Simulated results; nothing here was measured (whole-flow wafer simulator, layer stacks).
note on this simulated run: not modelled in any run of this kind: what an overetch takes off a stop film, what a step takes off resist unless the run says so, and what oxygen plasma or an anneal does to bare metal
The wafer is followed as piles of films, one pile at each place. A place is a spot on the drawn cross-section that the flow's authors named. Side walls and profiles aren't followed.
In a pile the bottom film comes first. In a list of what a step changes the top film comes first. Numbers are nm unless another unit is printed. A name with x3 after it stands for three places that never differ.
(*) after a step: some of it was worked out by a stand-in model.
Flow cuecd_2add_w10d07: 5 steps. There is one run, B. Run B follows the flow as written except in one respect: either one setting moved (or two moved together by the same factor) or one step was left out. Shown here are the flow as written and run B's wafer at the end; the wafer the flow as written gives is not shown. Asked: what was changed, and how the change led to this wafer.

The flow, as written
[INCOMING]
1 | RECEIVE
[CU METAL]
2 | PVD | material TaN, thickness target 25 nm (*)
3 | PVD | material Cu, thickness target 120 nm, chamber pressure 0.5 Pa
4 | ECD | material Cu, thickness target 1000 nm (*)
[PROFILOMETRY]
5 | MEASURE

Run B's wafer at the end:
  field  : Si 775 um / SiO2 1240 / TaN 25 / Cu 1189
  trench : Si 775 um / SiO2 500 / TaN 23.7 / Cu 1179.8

Cause: step 3, PVD: thickness target 189 nm was run, while the flow as written has thickness target 120 nm.

How this came from the change, step by step:
  3 | PVD | material Cu, thickness target 120 nm, chamber pressure 0.5 Pa
      field: +189 Cu (new film) (it would be, as written: +120 Cu (new film))
      trench: +179.8 Cu (new film) (it would be, as written: +114 Cu (new film))
